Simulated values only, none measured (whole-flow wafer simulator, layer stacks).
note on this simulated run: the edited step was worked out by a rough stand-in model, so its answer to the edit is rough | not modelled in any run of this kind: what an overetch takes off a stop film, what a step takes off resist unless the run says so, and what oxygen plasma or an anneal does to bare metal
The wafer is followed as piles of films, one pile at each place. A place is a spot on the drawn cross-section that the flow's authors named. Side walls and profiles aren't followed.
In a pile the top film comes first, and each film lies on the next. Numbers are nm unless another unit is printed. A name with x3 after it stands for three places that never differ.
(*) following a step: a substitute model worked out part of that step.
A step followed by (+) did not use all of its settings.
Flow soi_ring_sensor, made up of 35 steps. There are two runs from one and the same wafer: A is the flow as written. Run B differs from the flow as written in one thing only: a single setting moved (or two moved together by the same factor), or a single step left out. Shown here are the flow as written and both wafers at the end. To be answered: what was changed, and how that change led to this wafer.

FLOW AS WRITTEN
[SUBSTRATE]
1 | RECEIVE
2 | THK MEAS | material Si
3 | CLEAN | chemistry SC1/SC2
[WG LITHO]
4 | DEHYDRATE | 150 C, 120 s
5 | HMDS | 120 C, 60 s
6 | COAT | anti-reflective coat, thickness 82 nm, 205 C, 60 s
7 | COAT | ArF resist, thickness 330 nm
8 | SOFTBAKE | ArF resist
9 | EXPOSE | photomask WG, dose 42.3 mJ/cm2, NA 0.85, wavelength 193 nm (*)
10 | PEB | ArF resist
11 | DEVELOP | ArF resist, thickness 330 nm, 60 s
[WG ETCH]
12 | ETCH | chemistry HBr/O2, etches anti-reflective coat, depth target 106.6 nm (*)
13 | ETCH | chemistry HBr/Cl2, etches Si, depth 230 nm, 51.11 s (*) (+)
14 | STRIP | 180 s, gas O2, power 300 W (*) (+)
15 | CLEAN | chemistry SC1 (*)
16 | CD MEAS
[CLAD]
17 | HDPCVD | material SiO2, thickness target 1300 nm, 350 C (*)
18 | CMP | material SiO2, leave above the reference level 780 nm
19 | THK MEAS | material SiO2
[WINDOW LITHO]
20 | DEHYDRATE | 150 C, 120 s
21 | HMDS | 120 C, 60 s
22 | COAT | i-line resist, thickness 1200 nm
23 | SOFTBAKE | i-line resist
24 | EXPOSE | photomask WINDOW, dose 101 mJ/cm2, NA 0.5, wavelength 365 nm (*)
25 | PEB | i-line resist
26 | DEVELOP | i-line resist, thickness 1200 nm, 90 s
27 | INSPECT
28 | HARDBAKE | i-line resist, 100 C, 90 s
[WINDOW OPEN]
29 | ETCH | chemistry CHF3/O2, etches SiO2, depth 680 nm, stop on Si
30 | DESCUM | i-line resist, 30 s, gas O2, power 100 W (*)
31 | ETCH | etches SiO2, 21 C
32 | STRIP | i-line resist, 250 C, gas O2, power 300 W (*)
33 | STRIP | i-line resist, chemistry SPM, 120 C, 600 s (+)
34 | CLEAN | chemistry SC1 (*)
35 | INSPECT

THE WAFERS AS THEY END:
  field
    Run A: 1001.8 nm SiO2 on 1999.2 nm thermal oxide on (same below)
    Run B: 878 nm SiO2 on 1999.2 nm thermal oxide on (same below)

Cause: step 17, HDPCVD: thickness target 878 nm was run, whereas the flow has thickness target 1300 nm.

The path from the change to this, step by step:
  17 | HDPCVD | material SiO2, thickness target 1300 nm, 350 C (*)
      core, gap, window, field, core_clad, gap_clad: A +1300 SiO2 (new film) | B +878 SiO2 (new film)
  18 | CMP | material SiO2, leave above the reference level 780 nm
      gap, window, field, gap_clad: A -298.2 SiO2 | B nothing
      core, core_clad: A -520 SiO2 | B -98 SiO2
  22 | COAT | i-line resist, thickness 1200 nm
      core, core_clad: A +1200 i-line resist (new film) | B +1092.7 i-line resist (new film)
  23 | SOFTBAKE | i-line resist
      core, core_clad: A nothing | B -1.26 i-line resist
      gap, gap_clad: A nothing | B -1.59 i-line resist
  25 | PEB | i-line resist
      core, core_clad: A -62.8 i-line resist | B -56.9 i-line resist
  26 | DEVELOP | i-line resist, thickness 1200 nm, 90 s
      core: A -1137.2 i-line resist (all of it) | B -1034.5 i-line resist (all of it)
  32 | STRIP | i-line resist, 250 C, gas O2, power 300 W (*)
      core_clad: A -550.1 i-line resist (all of it) | B -447.6 i-line resist (all of it)
